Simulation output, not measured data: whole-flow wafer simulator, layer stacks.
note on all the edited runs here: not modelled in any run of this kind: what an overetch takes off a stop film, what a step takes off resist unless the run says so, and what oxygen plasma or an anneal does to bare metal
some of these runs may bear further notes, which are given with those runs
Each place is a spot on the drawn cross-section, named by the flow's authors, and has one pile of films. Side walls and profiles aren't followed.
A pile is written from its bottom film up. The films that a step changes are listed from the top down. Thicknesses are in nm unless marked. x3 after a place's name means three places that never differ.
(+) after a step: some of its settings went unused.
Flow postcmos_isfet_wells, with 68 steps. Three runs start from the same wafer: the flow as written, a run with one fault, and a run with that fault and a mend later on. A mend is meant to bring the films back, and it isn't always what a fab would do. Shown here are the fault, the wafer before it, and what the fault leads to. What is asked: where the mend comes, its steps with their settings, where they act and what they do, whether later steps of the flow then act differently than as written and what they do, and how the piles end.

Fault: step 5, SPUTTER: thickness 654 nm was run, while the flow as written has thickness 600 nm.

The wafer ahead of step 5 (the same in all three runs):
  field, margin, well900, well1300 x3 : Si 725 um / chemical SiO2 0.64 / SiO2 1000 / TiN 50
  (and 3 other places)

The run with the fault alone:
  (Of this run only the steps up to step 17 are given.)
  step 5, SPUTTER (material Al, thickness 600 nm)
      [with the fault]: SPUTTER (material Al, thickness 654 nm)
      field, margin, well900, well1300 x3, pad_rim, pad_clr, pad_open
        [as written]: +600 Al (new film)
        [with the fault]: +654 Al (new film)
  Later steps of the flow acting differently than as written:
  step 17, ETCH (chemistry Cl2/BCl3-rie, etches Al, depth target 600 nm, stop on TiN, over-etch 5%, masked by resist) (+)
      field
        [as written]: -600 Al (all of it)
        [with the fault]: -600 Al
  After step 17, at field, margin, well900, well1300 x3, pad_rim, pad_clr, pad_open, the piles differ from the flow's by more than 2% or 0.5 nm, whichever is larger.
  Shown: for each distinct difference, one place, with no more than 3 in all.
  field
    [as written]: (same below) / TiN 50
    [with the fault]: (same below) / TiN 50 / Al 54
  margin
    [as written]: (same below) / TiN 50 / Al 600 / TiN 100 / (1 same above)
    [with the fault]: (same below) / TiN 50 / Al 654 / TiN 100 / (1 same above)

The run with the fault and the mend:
  The mend follows step 5.
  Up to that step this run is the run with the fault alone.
  step 5a, ETCH (chemistry al pan, depth target 54 nm)
      field, margin, well900, well1300 x3, pad_rim, pad_clr, pad_open
        -54 Al
  None of the later steps of the flow acts differently than as written at any place that is followed.
  By the end, the piles equal the flow's at every place that both follow.
